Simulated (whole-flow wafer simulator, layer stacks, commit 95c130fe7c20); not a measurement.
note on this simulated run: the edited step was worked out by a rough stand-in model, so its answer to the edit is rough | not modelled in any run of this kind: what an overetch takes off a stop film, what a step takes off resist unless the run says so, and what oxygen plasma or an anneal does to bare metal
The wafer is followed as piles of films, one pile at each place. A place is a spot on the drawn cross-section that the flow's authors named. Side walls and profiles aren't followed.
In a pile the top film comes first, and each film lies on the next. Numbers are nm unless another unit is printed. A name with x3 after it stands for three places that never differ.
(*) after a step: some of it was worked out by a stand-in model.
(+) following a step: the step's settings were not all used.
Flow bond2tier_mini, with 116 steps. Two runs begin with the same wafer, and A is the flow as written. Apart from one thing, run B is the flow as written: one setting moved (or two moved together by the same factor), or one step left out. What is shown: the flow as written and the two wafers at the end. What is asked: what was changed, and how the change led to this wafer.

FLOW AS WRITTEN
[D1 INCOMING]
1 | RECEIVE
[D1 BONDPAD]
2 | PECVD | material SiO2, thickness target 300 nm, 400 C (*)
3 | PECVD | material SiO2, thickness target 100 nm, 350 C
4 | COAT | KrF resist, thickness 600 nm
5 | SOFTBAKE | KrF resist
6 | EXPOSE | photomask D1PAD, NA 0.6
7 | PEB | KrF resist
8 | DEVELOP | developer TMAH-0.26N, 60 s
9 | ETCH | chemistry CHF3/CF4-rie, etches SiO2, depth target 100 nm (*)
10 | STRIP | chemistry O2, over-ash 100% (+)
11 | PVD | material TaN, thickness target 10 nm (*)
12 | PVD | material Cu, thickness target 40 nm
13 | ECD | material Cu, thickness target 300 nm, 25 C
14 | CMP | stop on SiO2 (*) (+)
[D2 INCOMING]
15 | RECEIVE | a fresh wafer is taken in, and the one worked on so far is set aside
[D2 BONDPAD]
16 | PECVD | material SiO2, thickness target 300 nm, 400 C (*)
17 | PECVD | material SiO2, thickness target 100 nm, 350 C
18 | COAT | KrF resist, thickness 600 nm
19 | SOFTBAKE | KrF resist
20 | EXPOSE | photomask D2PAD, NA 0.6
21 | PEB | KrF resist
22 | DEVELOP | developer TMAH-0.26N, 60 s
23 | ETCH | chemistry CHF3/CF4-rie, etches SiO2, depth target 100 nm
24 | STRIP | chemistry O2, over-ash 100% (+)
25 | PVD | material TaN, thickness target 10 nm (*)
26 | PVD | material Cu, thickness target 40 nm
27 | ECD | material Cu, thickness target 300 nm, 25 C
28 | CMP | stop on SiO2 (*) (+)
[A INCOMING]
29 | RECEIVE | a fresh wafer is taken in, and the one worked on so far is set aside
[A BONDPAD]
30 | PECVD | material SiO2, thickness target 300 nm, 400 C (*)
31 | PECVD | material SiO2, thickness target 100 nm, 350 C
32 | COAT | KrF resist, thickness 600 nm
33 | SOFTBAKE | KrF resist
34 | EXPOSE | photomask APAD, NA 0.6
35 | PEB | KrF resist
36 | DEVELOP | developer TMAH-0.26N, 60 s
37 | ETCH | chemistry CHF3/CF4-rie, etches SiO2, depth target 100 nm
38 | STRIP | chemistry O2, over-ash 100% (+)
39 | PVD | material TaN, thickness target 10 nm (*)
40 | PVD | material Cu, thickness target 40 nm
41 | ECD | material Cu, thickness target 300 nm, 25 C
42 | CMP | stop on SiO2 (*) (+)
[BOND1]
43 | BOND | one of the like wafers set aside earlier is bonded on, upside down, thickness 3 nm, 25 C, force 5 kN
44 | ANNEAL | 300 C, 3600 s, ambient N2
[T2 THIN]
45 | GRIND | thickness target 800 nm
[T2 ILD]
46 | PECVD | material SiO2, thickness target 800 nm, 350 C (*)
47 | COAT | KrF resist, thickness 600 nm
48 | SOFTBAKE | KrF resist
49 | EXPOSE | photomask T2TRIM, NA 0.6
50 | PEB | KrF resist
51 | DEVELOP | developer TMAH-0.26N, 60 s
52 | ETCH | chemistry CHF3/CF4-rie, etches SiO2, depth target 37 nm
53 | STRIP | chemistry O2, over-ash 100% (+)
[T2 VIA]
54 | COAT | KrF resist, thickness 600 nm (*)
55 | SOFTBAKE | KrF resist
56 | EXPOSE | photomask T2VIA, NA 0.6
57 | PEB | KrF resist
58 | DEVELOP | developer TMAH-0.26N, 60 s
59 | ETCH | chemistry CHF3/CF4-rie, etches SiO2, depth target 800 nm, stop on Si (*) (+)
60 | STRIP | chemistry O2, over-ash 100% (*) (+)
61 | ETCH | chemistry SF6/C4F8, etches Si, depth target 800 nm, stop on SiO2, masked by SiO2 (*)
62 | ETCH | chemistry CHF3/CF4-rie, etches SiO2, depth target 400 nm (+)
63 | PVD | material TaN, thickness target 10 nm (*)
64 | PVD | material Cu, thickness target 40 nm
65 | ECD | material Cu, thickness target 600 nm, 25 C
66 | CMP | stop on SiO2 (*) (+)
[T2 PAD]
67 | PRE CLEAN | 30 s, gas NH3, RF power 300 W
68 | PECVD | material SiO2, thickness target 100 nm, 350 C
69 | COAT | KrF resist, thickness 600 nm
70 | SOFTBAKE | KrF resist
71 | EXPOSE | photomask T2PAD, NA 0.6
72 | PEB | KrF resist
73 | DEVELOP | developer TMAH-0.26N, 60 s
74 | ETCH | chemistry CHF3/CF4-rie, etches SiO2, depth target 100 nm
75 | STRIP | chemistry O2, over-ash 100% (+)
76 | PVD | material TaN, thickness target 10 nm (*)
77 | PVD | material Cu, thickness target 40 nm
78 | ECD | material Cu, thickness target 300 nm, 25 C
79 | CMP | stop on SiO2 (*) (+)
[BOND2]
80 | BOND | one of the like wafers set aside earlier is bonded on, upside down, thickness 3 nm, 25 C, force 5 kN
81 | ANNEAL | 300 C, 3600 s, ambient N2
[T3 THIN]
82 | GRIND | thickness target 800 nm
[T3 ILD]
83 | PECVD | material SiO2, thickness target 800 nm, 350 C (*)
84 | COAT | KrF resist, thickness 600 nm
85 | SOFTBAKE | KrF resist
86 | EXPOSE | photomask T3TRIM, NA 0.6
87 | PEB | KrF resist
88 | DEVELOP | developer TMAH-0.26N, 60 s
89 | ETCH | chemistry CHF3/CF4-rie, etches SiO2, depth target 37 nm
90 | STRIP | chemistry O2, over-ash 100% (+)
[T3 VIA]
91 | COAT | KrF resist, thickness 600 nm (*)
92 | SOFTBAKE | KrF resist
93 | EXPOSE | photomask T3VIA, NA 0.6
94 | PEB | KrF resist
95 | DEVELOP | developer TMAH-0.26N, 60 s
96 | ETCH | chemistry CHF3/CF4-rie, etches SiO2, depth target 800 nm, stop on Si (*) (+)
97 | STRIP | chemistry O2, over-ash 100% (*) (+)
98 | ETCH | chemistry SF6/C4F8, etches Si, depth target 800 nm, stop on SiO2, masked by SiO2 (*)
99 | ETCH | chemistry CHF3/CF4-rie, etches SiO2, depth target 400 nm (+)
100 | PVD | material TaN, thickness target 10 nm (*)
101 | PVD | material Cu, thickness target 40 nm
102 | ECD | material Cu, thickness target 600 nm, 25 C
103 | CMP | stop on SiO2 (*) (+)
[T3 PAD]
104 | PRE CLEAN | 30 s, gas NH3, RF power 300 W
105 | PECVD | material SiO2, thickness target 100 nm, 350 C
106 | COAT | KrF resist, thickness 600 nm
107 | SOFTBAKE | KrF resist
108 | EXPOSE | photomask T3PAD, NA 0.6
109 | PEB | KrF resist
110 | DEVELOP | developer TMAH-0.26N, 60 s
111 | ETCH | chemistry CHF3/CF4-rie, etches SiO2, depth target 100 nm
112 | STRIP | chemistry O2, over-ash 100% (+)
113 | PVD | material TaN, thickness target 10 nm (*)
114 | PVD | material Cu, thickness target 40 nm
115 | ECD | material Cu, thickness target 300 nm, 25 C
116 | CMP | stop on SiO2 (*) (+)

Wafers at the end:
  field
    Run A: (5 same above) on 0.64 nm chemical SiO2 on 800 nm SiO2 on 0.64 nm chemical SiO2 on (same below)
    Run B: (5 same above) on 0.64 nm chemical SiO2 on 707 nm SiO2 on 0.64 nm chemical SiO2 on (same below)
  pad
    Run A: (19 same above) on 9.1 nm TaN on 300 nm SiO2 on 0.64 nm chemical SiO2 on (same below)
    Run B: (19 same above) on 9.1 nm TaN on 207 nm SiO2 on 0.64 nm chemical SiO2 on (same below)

What caused this: step 30, PECVD: thickness target 207 nm was run, though the flow has thickness target 300 nm.
One can read it off the wafer: pad has SiO2 207, and step 30 as written asks for 300 nm.

The path from the change to this, step by step:
  30 | PECVD | material SiO2, thickness target 300 nm, 400 C (*)
      field, pad, via: A SiO2 gains 300 (new film) | B SiO2 gains 207 (new film)
